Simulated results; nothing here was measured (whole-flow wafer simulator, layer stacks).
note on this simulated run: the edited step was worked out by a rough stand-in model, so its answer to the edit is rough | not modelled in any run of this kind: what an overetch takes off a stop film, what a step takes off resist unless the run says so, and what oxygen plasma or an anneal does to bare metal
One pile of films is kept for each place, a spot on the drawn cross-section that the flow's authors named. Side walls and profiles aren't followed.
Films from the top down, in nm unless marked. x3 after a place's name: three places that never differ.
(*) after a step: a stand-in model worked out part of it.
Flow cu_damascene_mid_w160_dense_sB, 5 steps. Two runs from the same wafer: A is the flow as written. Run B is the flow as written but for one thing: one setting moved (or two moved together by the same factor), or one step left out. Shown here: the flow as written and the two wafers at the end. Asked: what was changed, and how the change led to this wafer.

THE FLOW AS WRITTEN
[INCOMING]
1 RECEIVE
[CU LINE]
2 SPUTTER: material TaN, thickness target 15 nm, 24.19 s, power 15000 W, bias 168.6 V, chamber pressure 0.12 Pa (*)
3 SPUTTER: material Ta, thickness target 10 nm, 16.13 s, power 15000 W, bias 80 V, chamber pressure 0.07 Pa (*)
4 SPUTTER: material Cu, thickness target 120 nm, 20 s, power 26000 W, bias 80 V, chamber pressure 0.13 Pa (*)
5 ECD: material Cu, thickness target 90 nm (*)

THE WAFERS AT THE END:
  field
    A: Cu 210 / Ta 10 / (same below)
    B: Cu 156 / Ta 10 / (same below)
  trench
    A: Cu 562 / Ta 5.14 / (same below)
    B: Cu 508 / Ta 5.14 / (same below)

The cause: step 4, SPUTTER: thickness target 66 nm was run, where the flow has thickness target 120 nm; step 4, SPUTTER: 11 s was run, where the flow has 20 s.

How the change led to this, step by step:
  4 SPUTTER: material Cu, thickness target 120 nm, 20 s, power 26000 W, bias 80 V, chamber pressure 0.13 Pa (*)
      field: A Cu +120 (new film) | B Cu +66 (new film)
      trench: A Cu +62 (new film) | B Cu +34.1 (new film)
  5 ECD: material Cu, thickness target 90 nm (*)
      trench: A Cu +500 | B Cu +473.9
